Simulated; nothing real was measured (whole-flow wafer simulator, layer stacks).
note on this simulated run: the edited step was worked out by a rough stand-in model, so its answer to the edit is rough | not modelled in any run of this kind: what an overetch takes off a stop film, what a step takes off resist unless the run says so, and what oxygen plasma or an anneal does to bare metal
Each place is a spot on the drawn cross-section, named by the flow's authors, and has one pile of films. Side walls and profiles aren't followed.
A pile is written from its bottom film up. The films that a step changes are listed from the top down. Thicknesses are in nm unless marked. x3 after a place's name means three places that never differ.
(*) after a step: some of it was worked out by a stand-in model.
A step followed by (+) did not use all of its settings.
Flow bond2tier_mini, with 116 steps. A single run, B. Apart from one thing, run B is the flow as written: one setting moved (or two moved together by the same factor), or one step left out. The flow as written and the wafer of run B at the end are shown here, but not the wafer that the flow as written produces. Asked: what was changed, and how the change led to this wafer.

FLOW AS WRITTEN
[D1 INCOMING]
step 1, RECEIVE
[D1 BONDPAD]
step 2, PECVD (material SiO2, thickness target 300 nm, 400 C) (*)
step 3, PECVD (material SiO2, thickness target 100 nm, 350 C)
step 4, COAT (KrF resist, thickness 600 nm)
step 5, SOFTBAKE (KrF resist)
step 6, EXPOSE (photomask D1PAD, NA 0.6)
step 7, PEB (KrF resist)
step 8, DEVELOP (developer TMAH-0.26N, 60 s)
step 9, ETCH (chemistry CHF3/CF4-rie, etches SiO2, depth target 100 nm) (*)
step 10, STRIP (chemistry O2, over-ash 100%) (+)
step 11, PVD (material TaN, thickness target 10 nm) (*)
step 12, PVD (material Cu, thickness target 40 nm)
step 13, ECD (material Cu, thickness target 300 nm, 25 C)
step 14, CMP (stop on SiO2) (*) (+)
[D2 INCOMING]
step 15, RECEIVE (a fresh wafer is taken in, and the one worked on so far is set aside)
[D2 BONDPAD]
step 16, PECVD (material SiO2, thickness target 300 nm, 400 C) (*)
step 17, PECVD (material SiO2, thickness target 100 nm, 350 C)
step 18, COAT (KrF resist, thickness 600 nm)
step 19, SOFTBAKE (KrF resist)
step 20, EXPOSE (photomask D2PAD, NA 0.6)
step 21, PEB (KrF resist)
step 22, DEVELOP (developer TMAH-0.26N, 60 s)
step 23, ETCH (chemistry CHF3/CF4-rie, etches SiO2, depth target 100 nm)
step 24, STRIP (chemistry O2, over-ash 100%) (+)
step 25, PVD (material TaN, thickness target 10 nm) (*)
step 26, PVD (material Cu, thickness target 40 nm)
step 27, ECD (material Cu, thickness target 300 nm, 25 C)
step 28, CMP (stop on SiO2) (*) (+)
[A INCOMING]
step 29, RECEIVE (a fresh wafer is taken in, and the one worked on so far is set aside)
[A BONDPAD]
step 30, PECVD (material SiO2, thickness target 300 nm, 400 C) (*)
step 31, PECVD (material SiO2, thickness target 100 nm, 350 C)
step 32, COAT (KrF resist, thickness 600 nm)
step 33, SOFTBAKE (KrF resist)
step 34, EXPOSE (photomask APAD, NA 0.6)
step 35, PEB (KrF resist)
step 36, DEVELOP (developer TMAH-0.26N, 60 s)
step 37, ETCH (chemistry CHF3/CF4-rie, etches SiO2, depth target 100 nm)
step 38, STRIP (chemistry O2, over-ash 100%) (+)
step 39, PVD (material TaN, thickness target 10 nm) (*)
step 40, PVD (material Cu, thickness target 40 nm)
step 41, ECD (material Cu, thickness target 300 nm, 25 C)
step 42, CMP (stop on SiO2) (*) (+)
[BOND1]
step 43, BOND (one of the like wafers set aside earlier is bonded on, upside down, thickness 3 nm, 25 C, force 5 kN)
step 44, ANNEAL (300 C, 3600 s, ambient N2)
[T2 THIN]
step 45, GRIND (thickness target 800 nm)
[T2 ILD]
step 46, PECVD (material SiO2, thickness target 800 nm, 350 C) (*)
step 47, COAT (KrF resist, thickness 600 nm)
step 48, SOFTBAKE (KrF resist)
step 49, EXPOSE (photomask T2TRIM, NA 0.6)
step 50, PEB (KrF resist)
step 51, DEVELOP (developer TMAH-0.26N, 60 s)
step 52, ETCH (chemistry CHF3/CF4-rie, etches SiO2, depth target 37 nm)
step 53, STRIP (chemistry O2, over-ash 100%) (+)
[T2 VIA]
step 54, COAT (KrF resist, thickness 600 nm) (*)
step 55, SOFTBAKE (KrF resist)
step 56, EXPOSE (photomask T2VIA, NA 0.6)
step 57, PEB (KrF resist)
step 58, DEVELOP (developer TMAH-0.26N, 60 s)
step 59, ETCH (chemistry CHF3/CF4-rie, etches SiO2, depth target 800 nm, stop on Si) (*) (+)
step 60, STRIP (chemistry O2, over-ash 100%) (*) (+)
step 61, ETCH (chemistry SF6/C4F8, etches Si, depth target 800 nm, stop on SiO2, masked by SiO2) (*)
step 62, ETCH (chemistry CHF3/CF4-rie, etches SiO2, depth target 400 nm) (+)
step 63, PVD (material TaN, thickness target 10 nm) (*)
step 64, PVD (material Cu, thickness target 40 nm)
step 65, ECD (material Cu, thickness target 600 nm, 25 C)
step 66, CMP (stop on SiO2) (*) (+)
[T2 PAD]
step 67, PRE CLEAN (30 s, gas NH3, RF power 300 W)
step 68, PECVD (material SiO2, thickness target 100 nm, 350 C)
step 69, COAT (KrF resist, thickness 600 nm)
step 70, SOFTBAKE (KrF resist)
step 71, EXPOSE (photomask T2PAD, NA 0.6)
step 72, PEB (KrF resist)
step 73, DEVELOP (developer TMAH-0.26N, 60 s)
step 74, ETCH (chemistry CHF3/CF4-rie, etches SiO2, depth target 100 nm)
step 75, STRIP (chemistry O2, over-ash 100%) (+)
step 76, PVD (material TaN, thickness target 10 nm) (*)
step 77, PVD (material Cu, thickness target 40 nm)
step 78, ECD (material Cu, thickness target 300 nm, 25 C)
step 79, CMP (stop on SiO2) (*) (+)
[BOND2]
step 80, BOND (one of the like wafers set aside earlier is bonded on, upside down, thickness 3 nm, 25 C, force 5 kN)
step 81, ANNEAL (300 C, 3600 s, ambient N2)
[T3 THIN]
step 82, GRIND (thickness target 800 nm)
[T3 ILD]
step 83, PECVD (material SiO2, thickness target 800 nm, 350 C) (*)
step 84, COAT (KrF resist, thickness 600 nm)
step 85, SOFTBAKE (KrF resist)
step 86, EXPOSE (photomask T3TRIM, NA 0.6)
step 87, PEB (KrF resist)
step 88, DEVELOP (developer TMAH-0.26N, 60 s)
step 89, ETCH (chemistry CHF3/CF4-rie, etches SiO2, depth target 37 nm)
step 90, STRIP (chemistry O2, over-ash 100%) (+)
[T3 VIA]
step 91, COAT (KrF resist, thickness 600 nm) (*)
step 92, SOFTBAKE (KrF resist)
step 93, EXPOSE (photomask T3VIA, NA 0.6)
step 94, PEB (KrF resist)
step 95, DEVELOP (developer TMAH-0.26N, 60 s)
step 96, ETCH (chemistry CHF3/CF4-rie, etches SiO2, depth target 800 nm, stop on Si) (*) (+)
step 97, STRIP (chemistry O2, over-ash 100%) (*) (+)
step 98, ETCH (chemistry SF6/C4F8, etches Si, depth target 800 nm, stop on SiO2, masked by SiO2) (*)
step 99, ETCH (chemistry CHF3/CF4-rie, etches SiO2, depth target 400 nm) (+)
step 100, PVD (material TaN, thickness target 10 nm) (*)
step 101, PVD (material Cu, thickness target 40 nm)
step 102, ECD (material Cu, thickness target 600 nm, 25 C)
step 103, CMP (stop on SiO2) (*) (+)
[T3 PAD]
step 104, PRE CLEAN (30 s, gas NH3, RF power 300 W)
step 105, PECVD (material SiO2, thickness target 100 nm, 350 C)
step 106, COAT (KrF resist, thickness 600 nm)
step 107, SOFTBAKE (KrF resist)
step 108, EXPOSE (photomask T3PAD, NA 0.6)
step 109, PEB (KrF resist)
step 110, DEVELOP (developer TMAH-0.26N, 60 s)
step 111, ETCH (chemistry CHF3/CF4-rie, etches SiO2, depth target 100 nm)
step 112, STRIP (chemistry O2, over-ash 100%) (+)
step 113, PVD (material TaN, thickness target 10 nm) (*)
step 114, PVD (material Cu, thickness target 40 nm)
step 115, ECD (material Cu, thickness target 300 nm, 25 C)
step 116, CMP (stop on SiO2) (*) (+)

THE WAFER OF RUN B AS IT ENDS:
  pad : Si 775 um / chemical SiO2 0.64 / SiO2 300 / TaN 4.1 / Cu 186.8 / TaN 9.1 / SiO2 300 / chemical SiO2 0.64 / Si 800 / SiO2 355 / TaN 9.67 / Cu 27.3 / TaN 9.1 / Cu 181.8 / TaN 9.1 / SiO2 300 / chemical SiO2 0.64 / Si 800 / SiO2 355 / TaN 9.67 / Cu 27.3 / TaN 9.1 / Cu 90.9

Cause: step 39, PVD: thickness target 4.5 nm was run, while the flow as written has thickness target 10 nm.

How this came from the change, step by step:
  step 39, PVD (material TaN, thickness target 10 nm) (*)
      field: +4.5 TaN (new film) (it would be, as written: +10 TaN (new film))
      pad: +4.1 TaN (new film) (it would be, as written: +9.1 TaN (new film))
      (also at 1 further place)
  step 42, CMP (stop on SiO2) (*) (+)
      field: -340 Cu (all of it), -4.5 TaN (all of it) (it would be, as written: -340 Cu (all of it), -10 TaN (all of it))
